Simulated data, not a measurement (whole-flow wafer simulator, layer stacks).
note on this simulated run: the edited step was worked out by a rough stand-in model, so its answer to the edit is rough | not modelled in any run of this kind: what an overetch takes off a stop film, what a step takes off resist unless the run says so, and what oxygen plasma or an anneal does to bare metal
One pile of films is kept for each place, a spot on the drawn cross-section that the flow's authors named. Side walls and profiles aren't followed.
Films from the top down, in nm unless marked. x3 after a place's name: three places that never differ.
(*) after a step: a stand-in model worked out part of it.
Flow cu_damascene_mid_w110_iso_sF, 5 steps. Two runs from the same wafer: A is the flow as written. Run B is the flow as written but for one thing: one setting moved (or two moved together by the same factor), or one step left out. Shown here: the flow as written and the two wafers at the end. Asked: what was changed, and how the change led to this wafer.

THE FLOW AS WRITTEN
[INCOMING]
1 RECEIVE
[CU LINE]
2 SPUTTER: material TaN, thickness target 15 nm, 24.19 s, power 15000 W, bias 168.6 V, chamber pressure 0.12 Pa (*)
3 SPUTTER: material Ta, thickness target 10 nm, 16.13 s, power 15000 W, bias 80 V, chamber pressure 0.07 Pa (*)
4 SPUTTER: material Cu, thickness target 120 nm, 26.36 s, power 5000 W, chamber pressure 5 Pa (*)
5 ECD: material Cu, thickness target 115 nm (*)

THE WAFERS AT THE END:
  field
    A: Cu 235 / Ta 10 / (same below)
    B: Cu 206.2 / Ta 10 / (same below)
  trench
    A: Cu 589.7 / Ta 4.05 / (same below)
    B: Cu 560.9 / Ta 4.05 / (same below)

The cause: step 5, ECD: thickness target 86.2 nm was run, where the flow has thickness target 115 nm.

How the change led to this, step by step:
  5 ECD: material Cu, thickness target 115 nm (*)
      field: A Cu +115 | B Cu +86.2
      trench: A Cu +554 | B Cu +525.2
